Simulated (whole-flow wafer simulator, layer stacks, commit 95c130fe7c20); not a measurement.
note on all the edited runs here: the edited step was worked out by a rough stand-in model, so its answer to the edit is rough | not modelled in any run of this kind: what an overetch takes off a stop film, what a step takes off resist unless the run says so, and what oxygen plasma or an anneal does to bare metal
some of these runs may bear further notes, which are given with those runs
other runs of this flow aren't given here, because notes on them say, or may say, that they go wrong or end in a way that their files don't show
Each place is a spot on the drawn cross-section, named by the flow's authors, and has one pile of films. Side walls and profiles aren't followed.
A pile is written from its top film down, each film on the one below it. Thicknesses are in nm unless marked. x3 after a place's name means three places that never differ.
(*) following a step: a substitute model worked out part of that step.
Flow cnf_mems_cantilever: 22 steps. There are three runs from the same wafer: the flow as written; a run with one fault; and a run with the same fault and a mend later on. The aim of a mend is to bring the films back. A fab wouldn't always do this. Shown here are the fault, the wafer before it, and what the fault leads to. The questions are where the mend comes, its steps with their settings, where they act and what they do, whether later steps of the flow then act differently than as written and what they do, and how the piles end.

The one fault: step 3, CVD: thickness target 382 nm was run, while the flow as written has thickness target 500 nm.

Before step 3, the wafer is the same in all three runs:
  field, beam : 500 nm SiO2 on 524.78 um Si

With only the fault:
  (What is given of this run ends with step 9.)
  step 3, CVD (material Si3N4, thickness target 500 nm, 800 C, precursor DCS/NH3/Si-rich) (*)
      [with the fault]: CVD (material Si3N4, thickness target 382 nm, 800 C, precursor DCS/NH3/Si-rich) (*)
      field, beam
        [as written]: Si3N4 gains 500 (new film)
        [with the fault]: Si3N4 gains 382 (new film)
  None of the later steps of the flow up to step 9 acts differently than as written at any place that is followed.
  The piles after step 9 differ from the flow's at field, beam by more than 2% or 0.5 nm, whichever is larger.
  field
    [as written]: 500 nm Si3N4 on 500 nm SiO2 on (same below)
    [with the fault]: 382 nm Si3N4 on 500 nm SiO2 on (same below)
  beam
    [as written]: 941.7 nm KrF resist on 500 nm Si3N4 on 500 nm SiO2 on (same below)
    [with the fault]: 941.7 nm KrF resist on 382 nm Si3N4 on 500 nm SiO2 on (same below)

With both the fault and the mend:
  The mend stands after step 9.
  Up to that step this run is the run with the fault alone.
  step 9a, STRIP (chemistry O2, power 800 W) (*)
      beam
        KrF resist loses 941.7 (all of it)
  step 9b, CLEAN (chemistry SC1/SC2) (*) (a further turn of the flow's step 1)
      leaves every film unchanged at each place that is followed
  step 9c, CVD (material Si3N4, thickness target 118 nm, 800 C, precursor DCS/NH3/Si-rich) (*) (a further turn of the flow's step 3, with different settings)
      field, beam
        Si3N4 gains 118
  step 9d, HMDS (a further turn of the flow's step 4)
      leaves every film unchanged at each place that is followed
  step 9e, COAT (KrF resist, thickness 1000 nm) (a further turn of the flow's step 5)
      field, beam
        KrF resist gains 1000 (new film)
  step 9f, SOFTBAKE (KrF resist) (a further turn of the flow's step 6)
      leaves every film unchanged at each place that is followed
  step 9g, EXPOSE (photomask CANTILEVER) (a further turn of the flow's step 7)
      leaves every film unchanged at each place that is followed
  step 9h, PEB (KrF resist, 135 C, 90 s) (a further turn of the flow's step 8)
      field, beam
        KrF resist loses 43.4
  step 9i, DEVELOP (developer TMAH-0.26N, 60 s) (a further turn of the flow's step 9)
      field
        KrF resist loses 956.6 (all of it)
      beam
        KrF resist loses 14.9
  None of the later steps of the flow acts differently than as written at any place that is followed.
  By the end, the piles equal the flow's at every place that both follow.
